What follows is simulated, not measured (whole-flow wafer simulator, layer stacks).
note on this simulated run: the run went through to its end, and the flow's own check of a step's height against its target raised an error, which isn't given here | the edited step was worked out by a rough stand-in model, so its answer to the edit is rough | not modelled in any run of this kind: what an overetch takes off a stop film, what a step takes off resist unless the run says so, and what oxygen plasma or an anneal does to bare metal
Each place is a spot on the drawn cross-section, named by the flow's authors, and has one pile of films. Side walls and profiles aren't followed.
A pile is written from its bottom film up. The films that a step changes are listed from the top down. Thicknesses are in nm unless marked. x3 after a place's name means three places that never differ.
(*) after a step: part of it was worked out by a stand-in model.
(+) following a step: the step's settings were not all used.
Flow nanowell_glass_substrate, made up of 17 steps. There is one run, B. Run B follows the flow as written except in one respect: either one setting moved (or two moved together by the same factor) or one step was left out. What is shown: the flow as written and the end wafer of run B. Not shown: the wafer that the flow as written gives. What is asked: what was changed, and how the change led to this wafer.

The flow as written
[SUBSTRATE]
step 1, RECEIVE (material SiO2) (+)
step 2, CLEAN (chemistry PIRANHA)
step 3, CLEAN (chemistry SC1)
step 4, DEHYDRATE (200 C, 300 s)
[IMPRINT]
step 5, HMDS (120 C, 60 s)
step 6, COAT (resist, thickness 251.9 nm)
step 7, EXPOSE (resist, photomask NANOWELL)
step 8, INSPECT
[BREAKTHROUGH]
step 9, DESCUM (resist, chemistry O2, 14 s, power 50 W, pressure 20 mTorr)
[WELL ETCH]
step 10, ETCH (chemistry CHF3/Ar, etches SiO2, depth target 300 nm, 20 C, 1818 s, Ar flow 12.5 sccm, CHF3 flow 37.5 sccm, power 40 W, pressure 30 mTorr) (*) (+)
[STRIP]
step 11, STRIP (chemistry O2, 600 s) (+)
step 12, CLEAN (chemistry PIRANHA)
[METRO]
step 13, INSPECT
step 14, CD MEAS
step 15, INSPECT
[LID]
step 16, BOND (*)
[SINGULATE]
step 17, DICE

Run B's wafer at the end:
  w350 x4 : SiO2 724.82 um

The reason: step 10, ETCH: depth target 184.8 nm was run, while the flow as written has depth target 300 nm; step 10, ETCH: 1120 s was run, where the flow has 1818 s.

Step by step, how the change led to this:
  step 10, ETCH (chemistry CHF3/Ar, etches SiO2, depth target 300 nm, 20 C, 1818 s, Ar flow 12.5 sccm, CHF3 flow 37.5 sccm, power 40 W, pressure 30 mTorr) (*) (+)
      w350 x4: -184.8 SiO2 (it would be, as written: -300 SiO2)
      land: -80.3 resist (it would be, as written: -130.4 resist)
  step 11, STRIP (chemistry O2, 600 s) (+)
      land: -176 resist (all of it) (it would be, as written: -125.9 resist (all of it))
